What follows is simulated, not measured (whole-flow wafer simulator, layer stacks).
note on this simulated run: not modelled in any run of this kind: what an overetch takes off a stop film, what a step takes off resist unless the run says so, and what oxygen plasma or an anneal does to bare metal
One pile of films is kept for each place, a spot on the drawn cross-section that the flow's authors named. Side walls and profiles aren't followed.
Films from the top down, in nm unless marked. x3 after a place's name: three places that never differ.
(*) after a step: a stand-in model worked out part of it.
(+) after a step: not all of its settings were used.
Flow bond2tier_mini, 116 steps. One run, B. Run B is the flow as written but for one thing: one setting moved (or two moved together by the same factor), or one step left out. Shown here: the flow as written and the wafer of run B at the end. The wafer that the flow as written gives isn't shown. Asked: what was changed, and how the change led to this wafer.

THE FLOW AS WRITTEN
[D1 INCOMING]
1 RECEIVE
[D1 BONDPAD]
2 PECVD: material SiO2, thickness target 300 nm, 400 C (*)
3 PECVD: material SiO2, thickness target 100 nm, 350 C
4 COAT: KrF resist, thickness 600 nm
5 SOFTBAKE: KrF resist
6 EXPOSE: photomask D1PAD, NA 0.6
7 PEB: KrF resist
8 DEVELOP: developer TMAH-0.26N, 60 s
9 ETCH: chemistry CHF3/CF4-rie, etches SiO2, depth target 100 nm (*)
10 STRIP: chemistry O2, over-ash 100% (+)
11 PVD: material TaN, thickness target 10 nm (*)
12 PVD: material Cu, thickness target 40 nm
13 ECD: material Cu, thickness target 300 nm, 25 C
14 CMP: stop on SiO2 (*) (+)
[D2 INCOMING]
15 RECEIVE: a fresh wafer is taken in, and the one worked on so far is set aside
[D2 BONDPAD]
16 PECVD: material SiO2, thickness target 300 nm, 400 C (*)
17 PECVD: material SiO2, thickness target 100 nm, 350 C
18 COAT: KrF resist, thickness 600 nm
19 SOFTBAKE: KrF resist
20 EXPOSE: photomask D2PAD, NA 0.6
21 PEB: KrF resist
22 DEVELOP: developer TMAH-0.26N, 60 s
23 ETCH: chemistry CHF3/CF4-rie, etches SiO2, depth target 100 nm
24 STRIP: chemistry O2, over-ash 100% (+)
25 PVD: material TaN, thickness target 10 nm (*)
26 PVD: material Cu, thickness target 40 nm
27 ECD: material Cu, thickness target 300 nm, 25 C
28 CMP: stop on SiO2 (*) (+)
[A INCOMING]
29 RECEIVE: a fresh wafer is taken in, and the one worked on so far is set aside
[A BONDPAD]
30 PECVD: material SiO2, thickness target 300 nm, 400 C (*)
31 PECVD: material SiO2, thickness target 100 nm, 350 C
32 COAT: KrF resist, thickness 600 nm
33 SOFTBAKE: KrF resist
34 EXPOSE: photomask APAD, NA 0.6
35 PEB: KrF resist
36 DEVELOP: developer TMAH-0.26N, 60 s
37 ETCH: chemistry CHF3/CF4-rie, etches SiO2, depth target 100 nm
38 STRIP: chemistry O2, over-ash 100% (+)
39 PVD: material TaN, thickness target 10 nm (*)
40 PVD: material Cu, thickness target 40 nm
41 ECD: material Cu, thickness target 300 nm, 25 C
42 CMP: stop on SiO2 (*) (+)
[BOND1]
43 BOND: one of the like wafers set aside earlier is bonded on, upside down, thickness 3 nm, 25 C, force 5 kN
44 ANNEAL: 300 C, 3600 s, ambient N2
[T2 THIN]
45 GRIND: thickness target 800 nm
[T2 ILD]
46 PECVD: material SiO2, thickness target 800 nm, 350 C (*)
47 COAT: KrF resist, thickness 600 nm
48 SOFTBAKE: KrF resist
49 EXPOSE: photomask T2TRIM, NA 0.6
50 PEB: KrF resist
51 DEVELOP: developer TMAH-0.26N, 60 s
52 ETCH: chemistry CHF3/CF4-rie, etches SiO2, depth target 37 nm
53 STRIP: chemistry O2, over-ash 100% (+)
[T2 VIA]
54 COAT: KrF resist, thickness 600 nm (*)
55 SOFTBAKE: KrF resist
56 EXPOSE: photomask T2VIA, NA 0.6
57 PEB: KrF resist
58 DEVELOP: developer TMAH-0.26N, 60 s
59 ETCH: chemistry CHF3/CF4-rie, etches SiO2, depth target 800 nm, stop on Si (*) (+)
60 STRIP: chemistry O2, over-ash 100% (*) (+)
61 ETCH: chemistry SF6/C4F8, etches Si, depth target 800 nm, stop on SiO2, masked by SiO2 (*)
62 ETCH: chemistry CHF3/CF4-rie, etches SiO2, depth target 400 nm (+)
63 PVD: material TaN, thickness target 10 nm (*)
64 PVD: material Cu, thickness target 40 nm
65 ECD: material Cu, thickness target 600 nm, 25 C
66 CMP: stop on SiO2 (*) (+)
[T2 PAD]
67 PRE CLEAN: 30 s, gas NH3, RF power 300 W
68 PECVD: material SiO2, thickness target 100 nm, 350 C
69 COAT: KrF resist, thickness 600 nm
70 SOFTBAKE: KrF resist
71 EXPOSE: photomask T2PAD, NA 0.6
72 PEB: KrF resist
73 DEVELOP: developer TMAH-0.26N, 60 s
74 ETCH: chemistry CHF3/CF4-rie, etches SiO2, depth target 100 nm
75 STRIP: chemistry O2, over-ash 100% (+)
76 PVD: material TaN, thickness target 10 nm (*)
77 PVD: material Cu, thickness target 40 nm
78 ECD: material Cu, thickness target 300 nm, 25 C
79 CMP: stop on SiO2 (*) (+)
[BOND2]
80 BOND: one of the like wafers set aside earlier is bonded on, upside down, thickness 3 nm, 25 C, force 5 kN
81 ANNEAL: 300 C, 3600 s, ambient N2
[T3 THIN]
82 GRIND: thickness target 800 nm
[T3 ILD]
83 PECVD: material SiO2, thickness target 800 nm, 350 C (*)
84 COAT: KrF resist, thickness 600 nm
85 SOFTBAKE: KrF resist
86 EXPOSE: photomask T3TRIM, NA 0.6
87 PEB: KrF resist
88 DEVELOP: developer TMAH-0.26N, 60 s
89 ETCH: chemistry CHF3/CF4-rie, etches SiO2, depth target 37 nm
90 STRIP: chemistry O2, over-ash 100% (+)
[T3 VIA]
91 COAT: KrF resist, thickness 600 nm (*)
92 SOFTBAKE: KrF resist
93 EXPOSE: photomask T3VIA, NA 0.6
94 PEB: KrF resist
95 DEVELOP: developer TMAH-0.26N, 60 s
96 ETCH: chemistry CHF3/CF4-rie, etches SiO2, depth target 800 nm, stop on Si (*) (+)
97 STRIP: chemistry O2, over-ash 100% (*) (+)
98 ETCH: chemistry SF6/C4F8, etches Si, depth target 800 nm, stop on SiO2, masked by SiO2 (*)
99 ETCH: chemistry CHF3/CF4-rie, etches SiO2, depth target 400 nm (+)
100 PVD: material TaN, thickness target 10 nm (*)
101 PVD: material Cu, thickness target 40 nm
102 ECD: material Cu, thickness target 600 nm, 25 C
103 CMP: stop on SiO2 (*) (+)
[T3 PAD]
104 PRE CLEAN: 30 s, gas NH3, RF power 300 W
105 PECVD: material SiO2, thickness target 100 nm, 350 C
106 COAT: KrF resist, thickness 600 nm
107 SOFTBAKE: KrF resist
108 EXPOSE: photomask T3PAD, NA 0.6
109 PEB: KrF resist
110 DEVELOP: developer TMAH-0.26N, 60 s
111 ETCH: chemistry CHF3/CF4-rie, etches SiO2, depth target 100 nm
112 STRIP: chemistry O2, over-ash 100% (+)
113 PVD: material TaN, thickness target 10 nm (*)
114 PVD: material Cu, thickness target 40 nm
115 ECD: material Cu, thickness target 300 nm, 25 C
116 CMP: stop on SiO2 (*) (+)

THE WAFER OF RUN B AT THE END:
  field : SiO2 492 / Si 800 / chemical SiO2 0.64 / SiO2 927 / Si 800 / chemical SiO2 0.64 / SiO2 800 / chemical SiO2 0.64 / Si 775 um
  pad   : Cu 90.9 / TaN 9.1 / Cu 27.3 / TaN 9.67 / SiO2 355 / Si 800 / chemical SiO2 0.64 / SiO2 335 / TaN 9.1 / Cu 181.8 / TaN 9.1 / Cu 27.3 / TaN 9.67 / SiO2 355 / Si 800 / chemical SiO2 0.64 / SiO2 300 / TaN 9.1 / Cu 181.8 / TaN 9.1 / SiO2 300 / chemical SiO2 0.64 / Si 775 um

The cause: step 17, PECVD: thickness target 135 nm was run, where the flow has thickness target 100 nm.

How the change led to this, step by step:
  17 PECVD: material SiO2, thickness target 100 nm, 350 C
      field, pad, via: SiO2 +135 (as written it would be: SiO2 +100)
  80 BOND: one of the like wafers set aside earlier is bonded on, upside down, thickness 3 nm, 25 C, force 5 kN
      field: Si +775 um (new film), chemical SiO2 +0.64 (new film), SiO2 +435 (as written it would be: Si +775 um (new film), chemical SiO2 +0.64 (new film), SiO2 +400)
      pad: Si +775 um (new film), chemical SiO2 +0.64 (new film), SiO2 +335 (new film), TaN +9.1 (new film), Cu +90.9 (as written it would be: Si +775 um (new film), chemical SiO2 +0.64 (new film), SiO2 +300 (new film), TaN +9.1 (new film), Cu +90.9)
